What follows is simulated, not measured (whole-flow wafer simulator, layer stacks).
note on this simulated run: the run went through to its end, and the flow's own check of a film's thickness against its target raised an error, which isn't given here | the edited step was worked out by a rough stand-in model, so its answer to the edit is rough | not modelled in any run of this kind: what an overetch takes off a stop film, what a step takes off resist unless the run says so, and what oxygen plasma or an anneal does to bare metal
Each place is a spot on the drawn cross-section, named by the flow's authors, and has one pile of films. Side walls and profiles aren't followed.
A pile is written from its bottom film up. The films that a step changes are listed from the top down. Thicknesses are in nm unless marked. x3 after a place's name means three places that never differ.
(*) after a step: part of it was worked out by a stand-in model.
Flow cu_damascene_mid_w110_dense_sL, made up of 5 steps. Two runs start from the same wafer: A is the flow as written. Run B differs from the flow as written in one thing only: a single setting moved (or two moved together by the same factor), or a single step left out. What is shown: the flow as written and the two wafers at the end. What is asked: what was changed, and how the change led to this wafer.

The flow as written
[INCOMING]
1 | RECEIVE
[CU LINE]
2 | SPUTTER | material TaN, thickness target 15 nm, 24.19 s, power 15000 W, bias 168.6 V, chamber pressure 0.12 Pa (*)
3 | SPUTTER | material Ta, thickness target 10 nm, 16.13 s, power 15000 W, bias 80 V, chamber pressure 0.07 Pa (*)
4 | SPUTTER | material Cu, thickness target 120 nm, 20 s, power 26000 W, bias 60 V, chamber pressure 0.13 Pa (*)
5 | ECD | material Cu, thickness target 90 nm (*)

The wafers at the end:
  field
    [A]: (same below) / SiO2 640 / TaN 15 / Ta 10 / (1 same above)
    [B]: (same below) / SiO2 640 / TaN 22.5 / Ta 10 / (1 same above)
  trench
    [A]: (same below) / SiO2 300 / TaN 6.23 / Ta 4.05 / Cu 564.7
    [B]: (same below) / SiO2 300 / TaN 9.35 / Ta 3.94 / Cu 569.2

What caused this: step 2, SPUTTER: 36.29 s was run, whereas the flow has 24.19 s.

The path from the change to this, step by step:
  2 | SPUTTER | material TaN, thickness target 15 nm, 24.19 s, power 15000 W, bias 168.6 V, chamber pressure 0.12 Pa (*)
      field: A +15 TaN (new film) | B +22.5 TaN (new film)
      trench: A +6.23 TaN (new film) | B +9.35 TaN (new film)
  4 | SPUTTER | material Cu, thickness target 120 nm, 20 s, power 26000 W, bias 60 V, chamber pressure 0.13 Pa (*)
      trench: A +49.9 Cu (new film) | B +48.7 Cu (new film)
